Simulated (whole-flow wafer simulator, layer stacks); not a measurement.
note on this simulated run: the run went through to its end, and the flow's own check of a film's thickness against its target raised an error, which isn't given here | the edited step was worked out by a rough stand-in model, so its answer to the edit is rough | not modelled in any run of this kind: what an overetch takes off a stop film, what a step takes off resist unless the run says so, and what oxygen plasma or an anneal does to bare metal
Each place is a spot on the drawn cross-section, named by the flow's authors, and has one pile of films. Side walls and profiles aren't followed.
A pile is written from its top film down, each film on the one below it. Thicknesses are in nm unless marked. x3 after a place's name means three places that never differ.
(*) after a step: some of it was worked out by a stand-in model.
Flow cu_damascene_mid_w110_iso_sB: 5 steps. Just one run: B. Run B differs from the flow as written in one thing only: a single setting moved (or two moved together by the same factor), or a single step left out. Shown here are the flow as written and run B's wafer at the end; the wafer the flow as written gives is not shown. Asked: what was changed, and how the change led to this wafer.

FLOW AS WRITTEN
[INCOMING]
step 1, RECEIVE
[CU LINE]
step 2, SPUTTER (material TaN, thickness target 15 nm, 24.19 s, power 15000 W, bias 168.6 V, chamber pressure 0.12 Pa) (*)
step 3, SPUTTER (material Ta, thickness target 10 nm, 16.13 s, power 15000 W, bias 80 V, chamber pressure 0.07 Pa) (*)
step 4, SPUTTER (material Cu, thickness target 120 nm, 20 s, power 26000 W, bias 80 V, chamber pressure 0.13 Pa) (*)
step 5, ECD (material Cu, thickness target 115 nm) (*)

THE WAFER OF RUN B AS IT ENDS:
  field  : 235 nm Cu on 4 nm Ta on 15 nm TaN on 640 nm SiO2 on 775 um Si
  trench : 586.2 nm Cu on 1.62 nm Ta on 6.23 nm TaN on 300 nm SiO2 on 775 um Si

Cause: step 3, SPUTTER: 6.45 s was run, though the flow has 16.13 s.

How this came from the change, step by step:
  step 3, SPUTTER (material Ta, thickness target 10 nm, 16.13 s, power 15000 W, bias 80 V, chamber pressure 0.07 Pa) (*)
      field: Ta gains 4 (new film) (it would be, as written: Ta gains 10 (new film))
      trench: Ta gains 1.62 (new film) (it would be, as written: Ta gains 4.05 (new film))
